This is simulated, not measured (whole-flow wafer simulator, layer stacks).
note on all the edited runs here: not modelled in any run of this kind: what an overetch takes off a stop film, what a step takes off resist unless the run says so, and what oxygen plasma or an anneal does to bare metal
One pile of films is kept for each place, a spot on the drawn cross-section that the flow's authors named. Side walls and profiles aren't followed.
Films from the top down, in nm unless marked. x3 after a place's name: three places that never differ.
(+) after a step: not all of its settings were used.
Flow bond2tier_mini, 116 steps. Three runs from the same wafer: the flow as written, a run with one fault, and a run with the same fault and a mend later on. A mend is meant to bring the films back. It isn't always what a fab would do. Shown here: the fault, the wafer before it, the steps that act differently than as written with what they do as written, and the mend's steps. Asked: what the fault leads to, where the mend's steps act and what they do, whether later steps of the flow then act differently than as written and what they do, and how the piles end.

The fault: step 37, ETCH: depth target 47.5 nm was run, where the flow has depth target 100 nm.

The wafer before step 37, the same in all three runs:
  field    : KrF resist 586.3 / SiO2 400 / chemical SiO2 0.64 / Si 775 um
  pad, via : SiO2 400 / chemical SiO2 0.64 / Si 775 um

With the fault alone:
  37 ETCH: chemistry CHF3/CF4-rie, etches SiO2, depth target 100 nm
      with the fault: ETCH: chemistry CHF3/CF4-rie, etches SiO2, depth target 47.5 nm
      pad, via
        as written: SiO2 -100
        with the fault: SiO2 -47.5
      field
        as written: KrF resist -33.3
        with the fault: KrF resist -15.8
  Later steps of the flow that act differently than as written (1 more step differs only slightly, by at most 2% or 0.5 nm, whichever is larger, and isn't shown):
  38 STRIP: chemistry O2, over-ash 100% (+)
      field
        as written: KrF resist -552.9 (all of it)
        with the fault: KrF resist -570.4 (all of it)
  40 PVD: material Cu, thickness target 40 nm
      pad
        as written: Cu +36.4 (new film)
        with the fault: Cu +38.3 (new film)
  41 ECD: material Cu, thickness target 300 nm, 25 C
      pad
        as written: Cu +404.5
        with the fault: Cu +349.7
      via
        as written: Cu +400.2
        with the fault: Cu +347.5
  At the end the piles differ from the flow's by more than 2% or 0.5 nm, whichever is larger, at pad.
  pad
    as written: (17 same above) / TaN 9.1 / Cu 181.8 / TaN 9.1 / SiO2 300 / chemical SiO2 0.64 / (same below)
    with the fault: (17 same above) / TaN 9.1 / Cu 128.8 / TaN 9.57 / SiO2 352.5 / chemical SiO2 0.64 / (same below)

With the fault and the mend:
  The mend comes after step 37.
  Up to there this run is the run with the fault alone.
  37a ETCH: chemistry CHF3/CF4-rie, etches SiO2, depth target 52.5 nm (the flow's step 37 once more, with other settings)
      pad, via
        SiO2 -52.5
      field
        KrF resist -17.5
  No later step of the flow acts differently than as written at any place that is followed.
  At the end the piles are the same as the flow's at every place that both follow.
